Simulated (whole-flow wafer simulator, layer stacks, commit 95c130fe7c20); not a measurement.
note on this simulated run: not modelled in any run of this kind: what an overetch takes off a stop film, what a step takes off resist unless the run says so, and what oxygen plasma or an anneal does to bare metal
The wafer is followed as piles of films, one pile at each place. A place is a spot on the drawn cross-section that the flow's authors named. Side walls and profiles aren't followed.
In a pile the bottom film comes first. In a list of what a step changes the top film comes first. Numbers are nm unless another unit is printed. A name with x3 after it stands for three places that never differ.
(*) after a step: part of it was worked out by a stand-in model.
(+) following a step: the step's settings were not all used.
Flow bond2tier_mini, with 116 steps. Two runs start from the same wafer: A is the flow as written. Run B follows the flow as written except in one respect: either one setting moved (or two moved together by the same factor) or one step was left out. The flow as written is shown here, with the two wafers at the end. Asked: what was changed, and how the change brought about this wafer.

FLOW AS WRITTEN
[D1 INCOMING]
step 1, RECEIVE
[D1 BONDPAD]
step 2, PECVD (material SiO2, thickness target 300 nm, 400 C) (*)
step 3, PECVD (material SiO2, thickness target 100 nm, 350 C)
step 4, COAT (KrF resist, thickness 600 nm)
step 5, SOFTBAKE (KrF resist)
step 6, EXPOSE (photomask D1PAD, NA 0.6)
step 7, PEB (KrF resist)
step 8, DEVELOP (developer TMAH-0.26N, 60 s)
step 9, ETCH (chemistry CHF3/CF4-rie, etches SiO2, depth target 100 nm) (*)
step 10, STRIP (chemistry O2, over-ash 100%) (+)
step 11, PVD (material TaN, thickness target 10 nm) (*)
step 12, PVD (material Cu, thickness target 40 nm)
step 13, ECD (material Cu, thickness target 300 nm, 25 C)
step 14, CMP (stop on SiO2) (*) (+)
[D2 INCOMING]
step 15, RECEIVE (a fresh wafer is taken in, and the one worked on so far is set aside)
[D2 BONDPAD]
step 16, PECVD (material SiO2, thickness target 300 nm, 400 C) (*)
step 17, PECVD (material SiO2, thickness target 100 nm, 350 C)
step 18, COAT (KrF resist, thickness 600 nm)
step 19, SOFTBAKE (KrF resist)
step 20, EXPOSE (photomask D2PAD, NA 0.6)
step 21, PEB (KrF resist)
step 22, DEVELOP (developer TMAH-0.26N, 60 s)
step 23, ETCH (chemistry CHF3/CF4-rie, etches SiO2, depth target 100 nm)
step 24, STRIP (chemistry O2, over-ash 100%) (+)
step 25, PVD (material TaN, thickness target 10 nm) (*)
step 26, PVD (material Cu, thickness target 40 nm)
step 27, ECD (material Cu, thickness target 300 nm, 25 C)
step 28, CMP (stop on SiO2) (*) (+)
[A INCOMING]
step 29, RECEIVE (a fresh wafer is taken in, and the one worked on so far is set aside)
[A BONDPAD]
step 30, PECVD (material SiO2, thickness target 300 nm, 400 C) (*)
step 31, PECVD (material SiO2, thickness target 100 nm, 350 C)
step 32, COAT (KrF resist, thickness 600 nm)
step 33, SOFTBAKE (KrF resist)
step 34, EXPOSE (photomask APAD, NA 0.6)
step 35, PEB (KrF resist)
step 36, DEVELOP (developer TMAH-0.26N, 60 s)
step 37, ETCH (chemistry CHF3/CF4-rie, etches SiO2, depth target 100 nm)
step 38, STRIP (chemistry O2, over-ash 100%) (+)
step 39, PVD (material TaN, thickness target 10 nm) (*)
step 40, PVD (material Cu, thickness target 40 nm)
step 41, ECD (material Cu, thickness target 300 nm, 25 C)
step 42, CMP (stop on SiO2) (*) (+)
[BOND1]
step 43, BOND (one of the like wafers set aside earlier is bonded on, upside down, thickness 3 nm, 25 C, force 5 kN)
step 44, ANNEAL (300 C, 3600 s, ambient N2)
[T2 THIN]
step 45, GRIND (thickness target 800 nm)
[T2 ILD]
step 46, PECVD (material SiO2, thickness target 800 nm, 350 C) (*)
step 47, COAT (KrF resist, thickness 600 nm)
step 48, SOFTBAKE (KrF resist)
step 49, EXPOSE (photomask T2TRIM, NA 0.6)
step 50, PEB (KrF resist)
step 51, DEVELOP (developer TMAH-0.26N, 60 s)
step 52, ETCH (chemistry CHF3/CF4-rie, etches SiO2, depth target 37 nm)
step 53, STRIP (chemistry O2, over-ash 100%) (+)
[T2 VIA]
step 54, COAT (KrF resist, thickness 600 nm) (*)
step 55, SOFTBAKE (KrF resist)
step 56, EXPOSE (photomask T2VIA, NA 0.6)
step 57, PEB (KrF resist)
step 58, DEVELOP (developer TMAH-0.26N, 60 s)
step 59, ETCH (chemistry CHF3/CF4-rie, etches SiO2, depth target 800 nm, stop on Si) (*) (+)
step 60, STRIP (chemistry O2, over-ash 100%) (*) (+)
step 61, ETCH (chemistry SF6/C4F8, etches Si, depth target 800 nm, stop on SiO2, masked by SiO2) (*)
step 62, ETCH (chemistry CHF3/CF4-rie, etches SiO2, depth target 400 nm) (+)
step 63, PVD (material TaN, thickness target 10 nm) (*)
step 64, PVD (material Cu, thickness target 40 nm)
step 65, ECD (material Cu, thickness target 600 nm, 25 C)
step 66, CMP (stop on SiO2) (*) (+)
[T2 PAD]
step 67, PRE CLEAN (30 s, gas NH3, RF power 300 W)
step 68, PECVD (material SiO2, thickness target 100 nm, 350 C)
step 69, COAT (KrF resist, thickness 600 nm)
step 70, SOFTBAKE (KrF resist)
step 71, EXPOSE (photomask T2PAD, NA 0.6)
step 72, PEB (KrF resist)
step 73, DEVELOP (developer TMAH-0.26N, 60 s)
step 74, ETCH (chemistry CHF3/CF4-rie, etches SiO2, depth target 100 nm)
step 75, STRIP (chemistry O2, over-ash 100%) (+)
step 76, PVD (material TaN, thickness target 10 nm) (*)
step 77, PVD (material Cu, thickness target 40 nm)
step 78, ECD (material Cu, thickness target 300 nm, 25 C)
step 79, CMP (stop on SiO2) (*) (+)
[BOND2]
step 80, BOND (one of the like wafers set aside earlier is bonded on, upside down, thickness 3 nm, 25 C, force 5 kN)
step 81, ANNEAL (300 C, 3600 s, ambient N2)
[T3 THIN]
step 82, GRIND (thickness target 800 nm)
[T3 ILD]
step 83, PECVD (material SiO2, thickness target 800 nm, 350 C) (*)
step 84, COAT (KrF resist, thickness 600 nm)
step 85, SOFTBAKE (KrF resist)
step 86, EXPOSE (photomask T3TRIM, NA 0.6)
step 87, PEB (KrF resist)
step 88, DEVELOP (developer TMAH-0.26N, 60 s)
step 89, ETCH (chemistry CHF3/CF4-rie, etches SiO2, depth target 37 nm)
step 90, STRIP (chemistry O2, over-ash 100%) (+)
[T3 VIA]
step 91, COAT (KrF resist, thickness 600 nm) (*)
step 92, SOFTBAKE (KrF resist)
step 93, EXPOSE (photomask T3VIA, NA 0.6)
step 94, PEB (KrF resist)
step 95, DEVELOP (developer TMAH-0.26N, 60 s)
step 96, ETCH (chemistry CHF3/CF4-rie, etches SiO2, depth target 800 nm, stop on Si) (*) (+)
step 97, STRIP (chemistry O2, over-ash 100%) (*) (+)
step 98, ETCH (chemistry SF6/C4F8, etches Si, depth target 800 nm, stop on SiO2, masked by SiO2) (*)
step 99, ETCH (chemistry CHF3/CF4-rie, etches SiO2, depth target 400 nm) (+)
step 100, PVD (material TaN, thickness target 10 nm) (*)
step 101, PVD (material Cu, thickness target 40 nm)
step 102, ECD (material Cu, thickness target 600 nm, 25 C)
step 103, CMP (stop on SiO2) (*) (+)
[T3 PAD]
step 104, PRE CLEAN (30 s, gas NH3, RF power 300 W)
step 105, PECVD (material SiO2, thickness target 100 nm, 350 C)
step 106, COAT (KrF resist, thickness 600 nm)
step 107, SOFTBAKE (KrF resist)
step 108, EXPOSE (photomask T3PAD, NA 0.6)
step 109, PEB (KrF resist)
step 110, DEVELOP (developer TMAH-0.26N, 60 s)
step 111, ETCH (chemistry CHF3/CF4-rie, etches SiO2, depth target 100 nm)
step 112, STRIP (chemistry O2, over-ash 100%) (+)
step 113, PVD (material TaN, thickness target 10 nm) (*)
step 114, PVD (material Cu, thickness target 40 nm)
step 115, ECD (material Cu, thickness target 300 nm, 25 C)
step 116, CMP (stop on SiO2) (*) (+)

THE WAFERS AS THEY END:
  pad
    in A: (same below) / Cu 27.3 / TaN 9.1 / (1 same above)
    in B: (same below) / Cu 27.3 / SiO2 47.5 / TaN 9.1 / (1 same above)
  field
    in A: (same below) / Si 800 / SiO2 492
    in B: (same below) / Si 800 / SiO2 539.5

The reason: step 105, PECVD: thickness target 147.5 nm was run, while the flow as written has thickness target 100 nm.

How this came from the change, step by step:
  step 105, PECVD (material SiO2, thickness target 100 nm, 350 C)
      field: A +100 SiO2 | B +147.5 SiO2
      pad: A +100 SiO2 (new film) | B +147.5 SiO2 (new film)
  step 111, ETCH (chemistry CHF3/CF4-rie, etches SiO2, depth target 100 nm)
      pad: A -100 SiO2 (all of it) | B -100 SiO2
If metal films that touch count as one body, pad has 4 bodies (between them, from the top down: SiO2 47.5; SiO2 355 / Si 800 / chemical SiO2 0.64 / SiO2 300; SiO2 355 / Si 800 / chemical SiO2 0.64 / SiO2 300); the flow as written gives 3 bodies (between them, from the top down: SiO2 355 / Si 800 / chemical SiO2 0.64 / SiO2 300; SiO2 355 / Si 800 / chemical SiO2 0.64 / SiO2 300).
